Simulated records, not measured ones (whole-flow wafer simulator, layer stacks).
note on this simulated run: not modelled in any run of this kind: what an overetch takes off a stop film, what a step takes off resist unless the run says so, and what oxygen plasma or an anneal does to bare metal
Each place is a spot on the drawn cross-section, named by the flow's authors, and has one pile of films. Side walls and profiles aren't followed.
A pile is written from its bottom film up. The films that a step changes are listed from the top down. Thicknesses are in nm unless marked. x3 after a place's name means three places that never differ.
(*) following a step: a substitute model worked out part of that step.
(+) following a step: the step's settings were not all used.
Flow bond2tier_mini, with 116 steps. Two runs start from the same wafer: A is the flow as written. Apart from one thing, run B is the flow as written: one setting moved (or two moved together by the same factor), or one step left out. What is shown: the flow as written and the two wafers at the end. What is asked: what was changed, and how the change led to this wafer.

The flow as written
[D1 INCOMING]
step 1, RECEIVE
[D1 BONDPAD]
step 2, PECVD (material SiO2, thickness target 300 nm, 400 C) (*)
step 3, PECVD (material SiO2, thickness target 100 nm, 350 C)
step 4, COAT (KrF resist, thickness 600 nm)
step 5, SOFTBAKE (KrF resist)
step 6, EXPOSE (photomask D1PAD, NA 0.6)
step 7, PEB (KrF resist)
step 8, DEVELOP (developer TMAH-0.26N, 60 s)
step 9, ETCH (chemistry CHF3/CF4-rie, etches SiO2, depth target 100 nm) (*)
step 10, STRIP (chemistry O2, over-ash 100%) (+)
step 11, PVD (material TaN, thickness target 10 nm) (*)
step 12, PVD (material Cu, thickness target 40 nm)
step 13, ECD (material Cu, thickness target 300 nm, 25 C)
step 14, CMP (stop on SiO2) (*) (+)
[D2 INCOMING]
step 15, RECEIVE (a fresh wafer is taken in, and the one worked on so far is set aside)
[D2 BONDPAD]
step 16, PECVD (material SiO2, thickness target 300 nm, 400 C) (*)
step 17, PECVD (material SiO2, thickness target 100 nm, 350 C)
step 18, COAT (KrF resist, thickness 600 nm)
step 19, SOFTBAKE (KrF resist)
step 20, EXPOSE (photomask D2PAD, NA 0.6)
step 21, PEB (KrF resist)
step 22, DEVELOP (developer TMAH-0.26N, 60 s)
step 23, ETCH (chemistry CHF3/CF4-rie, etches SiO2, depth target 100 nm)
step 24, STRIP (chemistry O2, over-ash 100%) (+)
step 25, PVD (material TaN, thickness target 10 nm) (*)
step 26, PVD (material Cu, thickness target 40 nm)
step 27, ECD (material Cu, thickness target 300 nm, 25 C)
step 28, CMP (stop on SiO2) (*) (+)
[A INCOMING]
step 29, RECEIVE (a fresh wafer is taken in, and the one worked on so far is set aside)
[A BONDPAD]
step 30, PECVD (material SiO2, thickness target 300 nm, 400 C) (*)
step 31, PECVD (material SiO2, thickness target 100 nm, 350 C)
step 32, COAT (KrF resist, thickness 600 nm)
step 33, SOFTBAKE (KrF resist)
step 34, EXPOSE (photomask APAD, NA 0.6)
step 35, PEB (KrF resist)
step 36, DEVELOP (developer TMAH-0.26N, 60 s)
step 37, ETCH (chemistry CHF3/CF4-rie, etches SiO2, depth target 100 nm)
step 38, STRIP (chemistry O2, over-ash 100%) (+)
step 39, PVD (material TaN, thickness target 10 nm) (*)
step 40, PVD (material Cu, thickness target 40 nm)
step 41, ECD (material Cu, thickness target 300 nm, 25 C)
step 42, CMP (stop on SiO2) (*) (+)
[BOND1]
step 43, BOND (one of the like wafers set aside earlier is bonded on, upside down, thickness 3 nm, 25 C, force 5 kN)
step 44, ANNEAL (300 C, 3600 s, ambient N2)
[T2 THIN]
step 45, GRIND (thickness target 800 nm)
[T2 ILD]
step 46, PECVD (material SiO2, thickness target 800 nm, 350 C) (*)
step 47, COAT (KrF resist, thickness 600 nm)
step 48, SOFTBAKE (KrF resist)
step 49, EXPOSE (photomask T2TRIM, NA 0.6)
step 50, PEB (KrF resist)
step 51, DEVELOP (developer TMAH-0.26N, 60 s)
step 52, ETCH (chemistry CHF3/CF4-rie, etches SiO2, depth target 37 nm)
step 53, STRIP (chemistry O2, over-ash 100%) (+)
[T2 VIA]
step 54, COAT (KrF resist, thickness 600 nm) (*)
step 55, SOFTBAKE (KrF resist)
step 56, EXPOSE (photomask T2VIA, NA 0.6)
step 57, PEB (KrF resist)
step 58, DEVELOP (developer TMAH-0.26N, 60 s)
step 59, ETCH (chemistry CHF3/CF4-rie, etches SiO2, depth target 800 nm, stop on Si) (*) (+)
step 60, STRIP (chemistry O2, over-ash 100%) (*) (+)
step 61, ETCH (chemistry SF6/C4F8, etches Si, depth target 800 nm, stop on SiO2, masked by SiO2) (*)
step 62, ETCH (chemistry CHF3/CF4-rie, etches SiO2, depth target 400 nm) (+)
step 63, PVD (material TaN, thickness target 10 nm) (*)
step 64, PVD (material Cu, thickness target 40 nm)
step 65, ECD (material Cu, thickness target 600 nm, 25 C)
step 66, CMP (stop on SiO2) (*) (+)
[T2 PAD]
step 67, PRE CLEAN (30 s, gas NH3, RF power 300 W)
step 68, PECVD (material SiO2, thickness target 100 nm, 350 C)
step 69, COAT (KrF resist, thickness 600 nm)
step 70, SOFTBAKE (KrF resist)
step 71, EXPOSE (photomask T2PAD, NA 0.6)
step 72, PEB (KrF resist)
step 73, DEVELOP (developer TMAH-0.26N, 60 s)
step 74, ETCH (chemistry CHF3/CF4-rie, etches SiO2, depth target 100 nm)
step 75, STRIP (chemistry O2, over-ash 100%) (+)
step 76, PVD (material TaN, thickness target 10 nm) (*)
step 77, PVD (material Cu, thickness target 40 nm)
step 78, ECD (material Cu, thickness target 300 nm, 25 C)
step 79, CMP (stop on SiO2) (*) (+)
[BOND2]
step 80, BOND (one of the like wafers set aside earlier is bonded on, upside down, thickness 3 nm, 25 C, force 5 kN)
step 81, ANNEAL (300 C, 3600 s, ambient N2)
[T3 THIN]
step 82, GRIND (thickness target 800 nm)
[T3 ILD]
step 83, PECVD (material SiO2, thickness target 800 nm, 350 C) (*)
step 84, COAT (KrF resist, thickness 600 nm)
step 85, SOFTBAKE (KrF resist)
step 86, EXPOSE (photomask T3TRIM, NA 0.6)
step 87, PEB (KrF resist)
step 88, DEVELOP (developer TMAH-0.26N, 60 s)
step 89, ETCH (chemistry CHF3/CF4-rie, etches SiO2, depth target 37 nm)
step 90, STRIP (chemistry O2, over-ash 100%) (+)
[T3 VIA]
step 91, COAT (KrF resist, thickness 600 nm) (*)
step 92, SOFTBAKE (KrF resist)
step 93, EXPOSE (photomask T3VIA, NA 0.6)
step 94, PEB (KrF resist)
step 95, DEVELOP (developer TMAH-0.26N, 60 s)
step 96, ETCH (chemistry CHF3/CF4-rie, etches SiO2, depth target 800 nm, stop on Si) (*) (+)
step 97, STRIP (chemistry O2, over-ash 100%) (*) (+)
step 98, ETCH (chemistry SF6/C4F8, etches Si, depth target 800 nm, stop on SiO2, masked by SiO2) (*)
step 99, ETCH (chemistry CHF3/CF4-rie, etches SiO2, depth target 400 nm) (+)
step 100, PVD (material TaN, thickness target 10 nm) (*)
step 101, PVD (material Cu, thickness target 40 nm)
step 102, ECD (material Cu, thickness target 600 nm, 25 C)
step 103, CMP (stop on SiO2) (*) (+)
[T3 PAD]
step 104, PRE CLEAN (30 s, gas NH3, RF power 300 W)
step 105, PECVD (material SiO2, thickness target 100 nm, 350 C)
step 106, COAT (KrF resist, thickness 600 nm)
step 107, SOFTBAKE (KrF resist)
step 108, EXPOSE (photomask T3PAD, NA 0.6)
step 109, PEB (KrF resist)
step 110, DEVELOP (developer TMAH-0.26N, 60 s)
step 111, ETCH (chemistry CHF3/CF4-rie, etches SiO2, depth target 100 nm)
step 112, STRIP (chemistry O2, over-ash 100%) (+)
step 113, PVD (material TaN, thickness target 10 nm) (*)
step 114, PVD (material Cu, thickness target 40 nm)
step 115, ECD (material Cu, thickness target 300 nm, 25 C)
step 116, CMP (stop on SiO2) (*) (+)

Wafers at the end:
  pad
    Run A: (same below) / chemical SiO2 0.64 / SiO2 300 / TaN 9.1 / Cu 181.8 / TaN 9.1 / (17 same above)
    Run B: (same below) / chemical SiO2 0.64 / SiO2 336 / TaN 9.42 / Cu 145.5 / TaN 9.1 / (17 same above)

The reason: step 37, ETCH: depth target 64 nm was run, though the flow has depth target 100 nm.

Step by step, how the change led to this:
  step 37, ETCH (chemistry CHF3/CF4-rie, etches SiO2, depth target 100 nm)
      pad, via: A SiO2 loses 100 | B SiO2 loses 64
      field: A KrF resist loses 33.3 | B KrF resist loses 21.3
  step 38, STRIP (chemistry O2, over-ash 100%) (+)
      field: A KrF resist loses 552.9 (all of it) | B KrF resist loses 564.9 (all of it)
  step 40, PVD (material Cu, thickness target 40 nm)
      pad: A Cu gains 36.4 (new film) | B Cu gains 37.7 (new film)
  step 41, ECD (material Cu, thickness target 300 nm, 25 C)
      pad: A Cu gains 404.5 | B Cu gains 366.9
      via: A Cu gains 400.2 | B Cu gains 364
